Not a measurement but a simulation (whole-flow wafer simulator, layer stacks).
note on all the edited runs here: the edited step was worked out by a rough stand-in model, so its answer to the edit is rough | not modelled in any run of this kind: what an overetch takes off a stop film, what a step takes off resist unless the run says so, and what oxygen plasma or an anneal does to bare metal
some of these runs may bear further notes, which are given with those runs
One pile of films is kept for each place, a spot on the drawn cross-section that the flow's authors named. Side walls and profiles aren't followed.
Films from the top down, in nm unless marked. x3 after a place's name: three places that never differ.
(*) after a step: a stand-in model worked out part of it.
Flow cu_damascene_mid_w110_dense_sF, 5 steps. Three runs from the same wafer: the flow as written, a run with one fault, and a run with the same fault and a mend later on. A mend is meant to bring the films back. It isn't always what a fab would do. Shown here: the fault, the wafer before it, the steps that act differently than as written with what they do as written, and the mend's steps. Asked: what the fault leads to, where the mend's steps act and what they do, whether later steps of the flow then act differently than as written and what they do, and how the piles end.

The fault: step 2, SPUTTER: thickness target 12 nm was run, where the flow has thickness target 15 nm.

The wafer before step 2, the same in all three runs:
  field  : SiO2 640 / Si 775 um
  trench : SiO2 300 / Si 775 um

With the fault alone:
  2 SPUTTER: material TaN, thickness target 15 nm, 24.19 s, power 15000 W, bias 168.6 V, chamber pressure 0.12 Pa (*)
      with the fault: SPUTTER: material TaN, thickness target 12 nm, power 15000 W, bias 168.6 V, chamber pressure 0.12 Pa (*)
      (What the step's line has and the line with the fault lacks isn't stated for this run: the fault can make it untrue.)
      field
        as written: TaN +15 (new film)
        with the fault: TaN +12 (new film)
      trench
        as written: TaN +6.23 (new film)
        with the fault: TaN +4.98 (new film)
  No later step of the flow acts differently than as written, at any place that is followed, by more than 2% or 0.5 nm, whichever is larger.
  At the end the piles differ from the flow's by more than 2% or 0.5 nm, whichever is larger, at field, trench.
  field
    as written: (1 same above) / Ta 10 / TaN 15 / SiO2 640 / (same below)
    with the fault: (1 same above) / Ta 10 / TaN 12 / SiO2 640 / (same below)
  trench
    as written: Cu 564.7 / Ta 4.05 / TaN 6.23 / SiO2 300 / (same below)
    with the fault: Cu 562.9 / Ta 4.08 / TaN 4.98 / SiO2 300 / (same below)

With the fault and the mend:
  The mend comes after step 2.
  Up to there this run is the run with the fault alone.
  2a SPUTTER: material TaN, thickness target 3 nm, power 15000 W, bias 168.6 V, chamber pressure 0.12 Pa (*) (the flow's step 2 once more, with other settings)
      field
        TaN +3
      trench
        TaN +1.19
  No later step of the flow acts differently than as written, at any place that is followed, by more than 2% or 0.5 nm, whichever is larger.
  At the end the piles differ from the flow's only slightly at the places that both follow, by at most 2% or 0.5 nm, whichever is larger.
